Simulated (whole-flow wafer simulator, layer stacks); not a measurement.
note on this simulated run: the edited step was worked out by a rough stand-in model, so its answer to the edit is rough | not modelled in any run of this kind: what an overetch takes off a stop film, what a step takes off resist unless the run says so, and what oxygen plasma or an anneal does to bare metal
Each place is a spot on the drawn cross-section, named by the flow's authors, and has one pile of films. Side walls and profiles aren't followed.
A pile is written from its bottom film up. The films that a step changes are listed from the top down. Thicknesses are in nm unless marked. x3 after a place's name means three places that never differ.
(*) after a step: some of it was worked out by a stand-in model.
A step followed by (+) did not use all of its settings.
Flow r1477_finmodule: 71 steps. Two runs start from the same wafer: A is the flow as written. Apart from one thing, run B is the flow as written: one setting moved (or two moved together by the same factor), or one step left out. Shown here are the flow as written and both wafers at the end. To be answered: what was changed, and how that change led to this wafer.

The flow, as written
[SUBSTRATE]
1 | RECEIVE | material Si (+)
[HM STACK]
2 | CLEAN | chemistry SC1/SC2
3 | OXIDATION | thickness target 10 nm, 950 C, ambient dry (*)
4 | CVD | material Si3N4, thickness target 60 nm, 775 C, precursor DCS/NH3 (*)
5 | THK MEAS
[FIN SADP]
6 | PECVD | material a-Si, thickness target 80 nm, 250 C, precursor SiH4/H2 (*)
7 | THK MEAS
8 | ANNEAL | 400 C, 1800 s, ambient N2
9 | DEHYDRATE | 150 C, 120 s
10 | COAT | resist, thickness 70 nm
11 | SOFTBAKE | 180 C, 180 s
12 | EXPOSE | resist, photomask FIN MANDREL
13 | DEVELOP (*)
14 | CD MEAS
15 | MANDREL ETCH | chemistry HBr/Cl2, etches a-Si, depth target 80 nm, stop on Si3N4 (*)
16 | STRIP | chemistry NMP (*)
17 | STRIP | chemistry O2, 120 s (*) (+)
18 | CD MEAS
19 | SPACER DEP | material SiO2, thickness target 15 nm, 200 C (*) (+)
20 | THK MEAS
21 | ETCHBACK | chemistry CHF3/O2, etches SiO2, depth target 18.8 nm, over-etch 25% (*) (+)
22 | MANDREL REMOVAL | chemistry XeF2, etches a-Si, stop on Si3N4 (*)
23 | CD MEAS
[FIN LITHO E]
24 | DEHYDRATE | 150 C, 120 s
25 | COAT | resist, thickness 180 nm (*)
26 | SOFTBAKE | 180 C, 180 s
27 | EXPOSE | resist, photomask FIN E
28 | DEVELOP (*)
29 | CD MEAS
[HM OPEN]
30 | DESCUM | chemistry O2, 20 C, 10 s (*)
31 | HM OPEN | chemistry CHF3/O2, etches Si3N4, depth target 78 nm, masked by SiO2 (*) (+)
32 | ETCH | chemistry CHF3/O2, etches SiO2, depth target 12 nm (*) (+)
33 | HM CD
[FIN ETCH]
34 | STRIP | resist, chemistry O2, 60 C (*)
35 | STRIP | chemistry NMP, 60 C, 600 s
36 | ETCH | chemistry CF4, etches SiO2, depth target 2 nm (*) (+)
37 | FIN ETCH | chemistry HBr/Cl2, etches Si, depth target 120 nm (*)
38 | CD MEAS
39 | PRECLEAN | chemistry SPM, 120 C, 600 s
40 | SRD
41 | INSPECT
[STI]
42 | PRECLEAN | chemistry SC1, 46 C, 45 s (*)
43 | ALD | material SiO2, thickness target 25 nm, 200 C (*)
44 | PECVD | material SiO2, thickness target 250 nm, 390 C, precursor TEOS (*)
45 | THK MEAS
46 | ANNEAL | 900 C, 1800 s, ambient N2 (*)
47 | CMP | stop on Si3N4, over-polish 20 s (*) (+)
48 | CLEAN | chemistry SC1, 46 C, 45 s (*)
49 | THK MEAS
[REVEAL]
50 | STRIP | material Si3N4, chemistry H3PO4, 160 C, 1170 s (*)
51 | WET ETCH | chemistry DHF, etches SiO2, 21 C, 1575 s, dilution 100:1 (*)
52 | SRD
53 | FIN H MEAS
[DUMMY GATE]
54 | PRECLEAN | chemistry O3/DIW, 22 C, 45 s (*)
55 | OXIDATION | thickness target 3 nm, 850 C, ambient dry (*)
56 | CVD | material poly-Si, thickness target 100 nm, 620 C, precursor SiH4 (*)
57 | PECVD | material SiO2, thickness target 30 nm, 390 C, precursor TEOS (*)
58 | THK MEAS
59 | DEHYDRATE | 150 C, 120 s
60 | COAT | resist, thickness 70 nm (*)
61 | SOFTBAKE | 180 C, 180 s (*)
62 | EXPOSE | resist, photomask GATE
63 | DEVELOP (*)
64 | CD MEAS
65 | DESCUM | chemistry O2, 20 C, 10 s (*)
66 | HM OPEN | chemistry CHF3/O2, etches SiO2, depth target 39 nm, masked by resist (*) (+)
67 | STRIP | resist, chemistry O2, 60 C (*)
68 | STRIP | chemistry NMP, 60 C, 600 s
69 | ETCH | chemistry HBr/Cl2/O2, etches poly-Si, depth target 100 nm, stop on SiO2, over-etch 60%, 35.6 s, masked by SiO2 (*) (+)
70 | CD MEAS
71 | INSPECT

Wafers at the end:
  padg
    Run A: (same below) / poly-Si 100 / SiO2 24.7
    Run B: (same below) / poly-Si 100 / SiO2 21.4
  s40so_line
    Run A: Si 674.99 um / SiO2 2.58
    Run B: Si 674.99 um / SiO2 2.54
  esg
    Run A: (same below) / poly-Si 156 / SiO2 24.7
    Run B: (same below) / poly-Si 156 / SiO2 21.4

Cause: step 57, PECVD: thickness target 26.7 nm was run, though the flow has thickness target 30 nm.

The path from the change to this, step by step:
  57 | PECVD | material SiO2, thickness target 30 nm, 390 C, precursor TEOS (*)
      pad, padg, elg and 33 more: A +30 SiO2 (new film) | B +26.7 SiO2 (new film)
  66 | HM OPEN | chemistry CHF3/O2, etches SiO2, depth target 39 nm, masked by resist (*) (+)
      pad, elo, eso and 15 more: A -30 SiO2 (all of it), -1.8 poly-Si | B -26.7 SiO2 (all of it), -2.46 poly-Si
